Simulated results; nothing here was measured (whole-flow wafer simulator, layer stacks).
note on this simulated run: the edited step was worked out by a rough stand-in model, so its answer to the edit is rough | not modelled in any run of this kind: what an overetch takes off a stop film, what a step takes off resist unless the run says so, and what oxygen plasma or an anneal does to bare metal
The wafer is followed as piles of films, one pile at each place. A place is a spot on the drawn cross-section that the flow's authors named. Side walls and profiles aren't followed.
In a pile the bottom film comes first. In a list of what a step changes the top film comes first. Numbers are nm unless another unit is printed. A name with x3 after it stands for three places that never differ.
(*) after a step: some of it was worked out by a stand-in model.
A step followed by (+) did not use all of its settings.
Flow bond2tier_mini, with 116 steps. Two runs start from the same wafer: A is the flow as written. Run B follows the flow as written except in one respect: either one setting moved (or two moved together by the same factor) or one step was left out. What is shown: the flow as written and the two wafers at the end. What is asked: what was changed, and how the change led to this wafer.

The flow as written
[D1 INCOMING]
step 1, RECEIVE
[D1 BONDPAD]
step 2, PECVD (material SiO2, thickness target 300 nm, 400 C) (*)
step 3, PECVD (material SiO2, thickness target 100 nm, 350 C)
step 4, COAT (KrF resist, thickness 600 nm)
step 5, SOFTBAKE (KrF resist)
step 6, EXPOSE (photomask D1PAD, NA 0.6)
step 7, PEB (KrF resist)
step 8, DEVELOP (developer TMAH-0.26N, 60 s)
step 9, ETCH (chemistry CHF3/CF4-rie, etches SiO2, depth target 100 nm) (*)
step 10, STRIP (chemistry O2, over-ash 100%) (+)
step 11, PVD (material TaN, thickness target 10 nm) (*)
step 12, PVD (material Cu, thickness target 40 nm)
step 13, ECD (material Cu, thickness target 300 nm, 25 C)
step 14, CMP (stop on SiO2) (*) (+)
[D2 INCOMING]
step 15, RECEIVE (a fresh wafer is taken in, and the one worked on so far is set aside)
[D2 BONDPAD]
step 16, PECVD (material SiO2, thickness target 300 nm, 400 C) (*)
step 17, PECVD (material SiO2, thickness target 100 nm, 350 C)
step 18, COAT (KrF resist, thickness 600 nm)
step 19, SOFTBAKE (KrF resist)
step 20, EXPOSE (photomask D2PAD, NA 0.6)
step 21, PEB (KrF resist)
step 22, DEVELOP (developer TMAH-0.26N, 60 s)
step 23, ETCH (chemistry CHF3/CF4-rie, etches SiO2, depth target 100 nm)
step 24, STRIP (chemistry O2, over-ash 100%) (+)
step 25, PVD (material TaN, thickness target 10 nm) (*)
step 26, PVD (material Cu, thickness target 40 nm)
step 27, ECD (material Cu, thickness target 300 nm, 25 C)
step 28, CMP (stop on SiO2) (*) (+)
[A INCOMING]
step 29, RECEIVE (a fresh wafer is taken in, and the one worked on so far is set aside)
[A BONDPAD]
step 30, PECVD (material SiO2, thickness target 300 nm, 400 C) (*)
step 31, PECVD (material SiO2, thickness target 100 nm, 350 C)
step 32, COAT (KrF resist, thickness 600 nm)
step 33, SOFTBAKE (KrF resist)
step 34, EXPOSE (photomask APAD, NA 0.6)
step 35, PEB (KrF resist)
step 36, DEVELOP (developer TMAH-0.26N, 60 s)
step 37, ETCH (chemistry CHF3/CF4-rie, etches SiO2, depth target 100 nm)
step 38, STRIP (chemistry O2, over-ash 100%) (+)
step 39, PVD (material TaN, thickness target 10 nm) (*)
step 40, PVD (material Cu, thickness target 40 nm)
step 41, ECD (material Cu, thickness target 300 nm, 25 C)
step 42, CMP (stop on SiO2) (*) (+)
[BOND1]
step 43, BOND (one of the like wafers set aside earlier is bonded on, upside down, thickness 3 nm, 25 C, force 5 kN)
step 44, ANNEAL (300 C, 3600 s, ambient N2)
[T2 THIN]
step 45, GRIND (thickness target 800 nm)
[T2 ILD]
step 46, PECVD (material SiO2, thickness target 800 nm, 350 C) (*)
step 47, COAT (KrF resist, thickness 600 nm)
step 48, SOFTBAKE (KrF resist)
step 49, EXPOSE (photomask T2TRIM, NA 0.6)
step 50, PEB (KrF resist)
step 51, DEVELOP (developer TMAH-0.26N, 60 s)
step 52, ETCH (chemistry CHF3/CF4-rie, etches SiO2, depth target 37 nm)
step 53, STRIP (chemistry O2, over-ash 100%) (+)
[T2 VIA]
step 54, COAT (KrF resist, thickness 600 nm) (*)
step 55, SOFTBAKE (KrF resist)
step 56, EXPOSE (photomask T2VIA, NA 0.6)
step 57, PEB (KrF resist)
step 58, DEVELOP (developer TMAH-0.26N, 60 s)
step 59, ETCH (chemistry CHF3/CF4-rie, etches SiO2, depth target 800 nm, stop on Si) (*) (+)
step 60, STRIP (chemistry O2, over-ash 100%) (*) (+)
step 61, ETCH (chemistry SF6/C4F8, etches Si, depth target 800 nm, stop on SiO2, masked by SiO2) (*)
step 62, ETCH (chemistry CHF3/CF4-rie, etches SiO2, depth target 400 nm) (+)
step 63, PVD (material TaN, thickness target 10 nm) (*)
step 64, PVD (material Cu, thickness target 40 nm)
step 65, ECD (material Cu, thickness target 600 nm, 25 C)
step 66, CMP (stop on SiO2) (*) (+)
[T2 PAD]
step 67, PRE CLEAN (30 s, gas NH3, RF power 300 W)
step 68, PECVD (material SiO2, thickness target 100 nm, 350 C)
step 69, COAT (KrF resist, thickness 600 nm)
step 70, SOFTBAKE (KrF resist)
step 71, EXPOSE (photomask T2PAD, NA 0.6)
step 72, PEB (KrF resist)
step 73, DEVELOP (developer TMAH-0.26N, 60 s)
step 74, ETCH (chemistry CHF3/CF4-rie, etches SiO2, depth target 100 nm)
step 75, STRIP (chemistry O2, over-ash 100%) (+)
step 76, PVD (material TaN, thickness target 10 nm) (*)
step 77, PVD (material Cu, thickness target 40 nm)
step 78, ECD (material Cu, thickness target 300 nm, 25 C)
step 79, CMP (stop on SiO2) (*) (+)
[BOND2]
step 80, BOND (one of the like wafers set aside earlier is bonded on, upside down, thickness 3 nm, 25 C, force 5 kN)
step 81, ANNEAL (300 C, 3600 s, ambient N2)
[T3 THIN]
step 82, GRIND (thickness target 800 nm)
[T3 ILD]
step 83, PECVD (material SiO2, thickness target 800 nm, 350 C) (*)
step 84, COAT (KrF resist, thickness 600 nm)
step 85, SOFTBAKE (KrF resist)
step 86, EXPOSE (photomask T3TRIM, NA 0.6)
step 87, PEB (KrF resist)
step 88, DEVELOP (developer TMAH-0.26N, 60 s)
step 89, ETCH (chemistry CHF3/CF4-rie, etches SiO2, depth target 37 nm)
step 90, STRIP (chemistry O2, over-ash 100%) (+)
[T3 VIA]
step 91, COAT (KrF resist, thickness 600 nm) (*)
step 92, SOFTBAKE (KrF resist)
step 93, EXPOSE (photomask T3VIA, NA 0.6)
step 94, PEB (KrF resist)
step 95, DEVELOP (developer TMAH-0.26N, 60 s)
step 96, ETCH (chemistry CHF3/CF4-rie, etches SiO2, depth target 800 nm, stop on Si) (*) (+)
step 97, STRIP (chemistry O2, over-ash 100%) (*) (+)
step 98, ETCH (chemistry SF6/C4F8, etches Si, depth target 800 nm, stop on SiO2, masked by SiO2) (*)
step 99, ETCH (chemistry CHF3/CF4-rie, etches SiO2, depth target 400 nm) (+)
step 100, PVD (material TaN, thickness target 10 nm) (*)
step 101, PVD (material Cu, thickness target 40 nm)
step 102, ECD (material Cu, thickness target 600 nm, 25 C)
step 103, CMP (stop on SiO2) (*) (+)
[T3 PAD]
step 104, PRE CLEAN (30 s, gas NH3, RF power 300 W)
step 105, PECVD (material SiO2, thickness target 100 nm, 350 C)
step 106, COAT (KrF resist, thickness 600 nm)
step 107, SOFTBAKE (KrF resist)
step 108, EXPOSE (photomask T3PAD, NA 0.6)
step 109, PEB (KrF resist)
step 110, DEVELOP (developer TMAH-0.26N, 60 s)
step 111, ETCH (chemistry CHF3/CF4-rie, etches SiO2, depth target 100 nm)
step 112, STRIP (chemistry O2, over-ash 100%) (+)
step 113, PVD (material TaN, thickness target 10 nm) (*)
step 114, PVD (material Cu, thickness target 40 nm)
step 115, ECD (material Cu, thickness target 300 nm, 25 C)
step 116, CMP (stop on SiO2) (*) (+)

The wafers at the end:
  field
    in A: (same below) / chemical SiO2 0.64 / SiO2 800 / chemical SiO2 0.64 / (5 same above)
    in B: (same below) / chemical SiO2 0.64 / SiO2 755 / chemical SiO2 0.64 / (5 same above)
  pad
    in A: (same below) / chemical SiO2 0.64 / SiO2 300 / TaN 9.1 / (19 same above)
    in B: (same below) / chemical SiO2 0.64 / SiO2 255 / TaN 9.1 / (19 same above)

What caused this: step 30, PECVD: thickness target 255 nm was run, while the flow as written has thickness target 300 nm.
One can read it off the wafer: pad has SiO2 255, and step 30 as written asks for 300 nm.

How this came from the change, step by step:
  step 30, PECVD (material SiO2, thickness target 300 nm, 400 C) (*)
      field, pad, via: A +300 SiO2 (new film) | B +255 SiO2 (new film)
